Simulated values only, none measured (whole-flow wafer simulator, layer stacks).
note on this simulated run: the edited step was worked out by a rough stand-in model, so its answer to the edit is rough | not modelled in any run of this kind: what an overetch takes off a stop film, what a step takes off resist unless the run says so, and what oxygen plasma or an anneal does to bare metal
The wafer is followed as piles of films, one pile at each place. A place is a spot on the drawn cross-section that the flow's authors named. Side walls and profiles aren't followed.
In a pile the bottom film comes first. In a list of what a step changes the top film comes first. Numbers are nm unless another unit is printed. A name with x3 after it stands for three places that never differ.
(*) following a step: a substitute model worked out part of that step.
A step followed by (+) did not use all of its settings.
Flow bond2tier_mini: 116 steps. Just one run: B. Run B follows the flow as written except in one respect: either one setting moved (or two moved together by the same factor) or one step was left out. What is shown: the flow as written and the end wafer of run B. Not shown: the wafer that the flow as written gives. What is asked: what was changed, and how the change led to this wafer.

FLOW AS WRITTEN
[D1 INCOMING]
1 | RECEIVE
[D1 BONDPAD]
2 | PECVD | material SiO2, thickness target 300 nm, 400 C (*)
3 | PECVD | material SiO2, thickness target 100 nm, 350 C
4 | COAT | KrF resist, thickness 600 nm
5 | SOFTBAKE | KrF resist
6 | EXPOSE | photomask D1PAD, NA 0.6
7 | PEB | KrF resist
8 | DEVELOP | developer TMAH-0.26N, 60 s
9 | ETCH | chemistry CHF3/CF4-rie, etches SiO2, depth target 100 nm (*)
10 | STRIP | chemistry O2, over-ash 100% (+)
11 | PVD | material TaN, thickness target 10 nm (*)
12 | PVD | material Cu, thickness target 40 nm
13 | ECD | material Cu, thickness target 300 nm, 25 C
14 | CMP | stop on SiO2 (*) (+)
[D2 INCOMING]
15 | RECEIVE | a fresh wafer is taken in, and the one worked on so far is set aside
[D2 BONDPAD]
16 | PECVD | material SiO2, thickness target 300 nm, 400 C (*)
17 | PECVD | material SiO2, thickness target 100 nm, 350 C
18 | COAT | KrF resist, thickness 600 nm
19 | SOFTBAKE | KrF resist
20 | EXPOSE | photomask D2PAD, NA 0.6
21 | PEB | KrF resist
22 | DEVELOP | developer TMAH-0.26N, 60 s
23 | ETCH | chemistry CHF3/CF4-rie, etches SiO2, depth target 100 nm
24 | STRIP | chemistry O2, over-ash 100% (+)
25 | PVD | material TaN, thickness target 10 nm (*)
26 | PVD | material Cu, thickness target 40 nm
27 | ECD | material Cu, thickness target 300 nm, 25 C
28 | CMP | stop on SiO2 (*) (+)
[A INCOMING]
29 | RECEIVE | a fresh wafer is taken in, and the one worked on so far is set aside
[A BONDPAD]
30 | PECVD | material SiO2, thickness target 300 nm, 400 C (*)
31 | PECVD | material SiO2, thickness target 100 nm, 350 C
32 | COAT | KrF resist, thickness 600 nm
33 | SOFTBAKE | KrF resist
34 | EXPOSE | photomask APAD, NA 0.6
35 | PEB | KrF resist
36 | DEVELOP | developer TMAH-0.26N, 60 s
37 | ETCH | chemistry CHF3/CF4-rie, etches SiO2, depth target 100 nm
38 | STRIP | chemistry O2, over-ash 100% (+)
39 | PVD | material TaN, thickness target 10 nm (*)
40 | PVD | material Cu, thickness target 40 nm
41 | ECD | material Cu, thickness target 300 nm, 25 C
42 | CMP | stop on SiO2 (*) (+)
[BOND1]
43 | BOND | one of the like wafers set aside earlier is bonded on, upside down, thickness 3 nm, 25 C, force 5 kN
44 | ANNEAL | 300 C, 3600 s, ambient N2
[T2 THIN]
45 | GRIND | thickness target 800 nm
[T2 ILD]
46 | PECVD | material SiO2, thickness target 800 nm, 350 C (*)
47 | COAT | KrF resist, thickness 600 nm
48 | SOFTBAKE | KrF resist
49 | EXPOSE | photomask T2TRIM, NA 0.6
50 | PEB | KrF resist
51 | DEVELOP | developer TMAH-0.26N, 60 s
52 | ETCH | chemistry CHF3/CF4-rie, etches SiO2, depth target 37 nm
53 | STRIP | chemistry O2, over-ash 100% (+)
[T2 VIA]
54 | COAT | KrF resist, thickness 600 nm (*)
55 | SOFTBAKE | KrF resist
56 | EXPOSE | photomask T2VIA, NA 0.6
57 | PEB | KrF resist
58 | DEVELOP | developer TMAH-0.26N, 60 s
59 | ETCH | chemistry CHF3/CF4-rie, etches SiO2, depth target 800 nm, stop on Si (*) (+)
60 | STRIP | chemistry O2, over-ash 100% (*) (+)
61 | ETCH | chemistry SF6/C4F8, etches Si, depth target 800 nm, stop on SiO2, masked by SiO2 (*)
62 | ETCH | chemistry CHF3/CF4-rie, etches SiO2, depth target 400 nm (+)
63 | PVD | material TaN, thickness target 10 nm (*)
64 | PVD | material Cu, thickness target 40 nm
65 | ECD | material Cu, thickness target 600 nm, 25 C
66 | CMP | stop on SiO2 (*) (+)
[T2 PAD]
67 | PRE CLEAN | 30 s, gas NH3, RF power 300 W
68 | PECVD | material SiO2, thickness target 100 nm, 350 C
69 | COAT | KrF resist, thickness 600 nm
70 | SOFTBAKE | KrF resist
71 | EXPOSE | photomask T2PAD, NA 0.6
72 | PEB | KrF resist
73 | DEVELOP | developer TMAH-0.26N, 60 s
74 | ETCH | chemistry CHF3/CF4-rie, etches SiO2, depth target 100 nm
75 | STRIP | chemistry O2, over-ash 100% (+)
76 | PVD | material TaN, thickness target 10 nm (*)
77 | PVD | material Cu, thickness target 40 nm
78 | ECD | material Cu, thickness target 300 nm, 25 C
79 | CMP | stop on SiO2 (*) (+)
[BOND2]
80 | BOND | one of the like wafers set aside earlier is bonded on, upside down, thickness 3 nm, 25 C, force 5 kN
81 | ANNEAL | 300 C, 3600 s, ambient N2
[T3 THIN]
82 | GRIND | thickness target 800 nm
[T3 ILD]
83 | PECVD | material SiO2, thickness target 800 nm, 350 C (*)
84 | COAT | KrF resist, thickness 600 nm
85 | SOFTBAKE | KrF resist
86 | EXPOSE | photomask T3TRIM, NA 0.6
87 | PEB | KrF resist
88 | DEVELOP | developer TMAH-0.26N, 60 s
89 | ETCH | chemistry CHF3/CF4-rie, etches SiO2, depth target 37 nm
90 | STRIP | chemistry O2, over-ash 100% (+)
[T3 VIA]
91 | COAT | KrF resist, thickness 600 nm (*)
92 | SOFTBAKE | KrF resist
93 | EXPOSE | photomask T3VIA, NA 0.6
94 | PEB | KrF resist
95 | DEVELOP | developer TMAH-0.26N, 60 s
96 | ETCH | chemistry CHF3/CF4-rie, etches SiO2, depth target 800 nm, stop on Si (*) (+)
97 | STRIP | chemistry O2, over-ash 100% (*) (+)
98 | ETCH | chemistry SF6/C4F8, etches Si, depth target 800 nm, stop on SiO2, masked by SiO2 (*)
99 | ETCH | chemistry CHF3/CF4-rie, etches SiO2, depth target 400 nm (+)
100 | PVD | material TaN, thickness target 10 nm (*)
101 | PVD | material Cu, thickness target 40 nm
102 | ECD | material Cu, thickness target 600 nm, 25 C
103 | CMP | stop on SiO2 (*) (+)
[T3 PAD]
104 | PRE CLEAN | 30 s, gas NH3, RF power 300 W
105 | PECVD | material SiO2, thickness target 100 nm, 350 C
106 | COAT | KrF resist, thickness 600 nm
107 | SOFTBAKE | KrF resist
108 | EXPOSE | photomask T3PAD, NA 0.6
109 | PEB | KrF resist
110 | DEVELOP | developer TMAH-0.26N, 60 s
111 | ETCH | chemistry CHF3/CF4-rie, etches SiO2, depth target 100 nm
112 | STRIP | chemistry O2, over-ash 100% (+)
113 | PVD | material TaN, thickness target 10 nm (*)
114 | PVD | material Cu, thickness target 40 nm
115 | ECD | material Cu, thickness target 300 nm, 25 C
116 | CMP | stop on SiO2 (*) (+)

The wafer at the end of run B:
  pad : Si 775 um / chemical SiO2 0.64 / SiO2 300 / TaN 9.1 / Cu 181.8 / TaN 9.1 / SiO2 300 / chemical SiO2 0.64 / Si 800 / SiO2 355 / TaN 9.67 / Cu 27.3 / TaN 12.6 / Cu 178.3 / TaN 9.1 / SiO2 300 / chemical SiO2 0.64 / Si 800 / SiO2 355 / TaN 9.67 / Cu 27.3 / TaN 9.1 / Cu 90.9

What caused this: step 76, PVD: thickness target 13.8 nm was run, whereas the flow has thickness target 10 nm.

The path from the change to this, step by step:
  76 | PVD | material TaN, thickness target 10 nm (*)
      field: +13.8 TaN (new film) (in the flow as written it would be: +10 TaN (new film))
      pad: +12.6 TaN (new film) (in the flow as written it would be: +9.1 TaN (new film))
  79 | CMP | stop on SiO2 (*) (+)
      field: -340 Cu (all of it), -13.8 TaN (all of it) (in the flow as written it would be: -340 Cu (all of it), -10 TaN (all of it))
